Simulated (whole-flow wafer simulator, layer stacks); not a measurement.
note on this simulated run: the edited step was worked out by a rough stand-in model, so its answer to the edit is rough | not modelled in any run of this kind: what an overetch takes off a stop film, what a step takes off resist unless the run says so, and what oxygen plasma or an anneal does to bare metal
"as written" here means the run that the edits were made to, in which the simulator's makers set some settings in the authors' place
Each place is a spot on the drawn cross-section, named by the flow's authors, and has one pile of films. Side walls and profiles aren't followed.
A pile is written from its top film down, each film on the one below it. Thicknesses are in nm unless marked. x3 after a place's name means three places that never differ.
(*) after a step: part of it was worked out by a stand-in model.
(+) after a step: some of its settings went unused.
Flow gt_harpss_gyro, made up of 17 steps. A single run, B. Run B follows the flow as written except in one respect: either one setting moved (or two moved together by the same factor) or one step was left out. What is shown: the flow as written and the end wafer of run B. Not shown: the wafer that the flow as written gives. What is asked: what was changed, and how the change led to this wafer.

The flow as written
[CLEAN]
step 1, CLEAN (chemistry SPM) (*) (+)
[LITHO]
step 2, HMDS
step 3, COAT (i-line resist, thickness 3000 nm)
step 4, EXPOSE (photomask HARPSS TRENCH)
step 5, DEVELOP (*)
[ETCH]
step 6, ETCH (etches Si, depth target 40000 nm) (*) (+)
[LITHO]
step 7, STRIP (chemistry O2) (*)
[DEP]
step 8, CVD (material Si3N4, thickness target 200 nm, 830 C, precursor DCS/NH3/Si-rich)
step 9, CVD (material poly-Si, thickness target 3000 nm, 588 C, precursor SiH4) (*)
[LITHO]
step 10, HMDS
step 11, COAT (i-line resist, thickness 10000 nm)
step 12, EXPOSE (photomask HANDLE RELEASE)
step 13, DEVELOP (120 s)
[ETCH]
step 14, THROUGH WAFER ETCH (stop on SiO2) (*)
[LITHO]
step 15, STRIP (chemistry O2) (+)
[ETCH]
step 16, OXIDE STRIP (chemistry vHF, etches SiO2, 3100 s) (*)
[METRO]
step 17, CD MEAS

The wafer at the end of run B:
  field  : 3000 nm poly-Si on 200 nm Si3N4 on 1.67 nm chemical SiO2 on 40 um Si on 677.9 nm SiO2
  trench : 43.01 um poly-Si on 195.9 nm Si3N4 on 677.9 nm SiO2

What caused this: step 16, OXIDE STRIP: 1705 s was run, though the flow has 3100 s.

How this came from the change, step by step:
  step 16, OXIDE STRIP (chemistry vHF, etches SiO2, 3100 s) (*)
      field: under 4 films: SiO2 loses 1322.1 (as written it would have been: under 4 films: SiO2 loses 2000 (all of it))
      trench: under 2 films: SiO2 loses 1322.1 (as written it would have been: under 2 films: SiO2 loses 2000 (all of it))
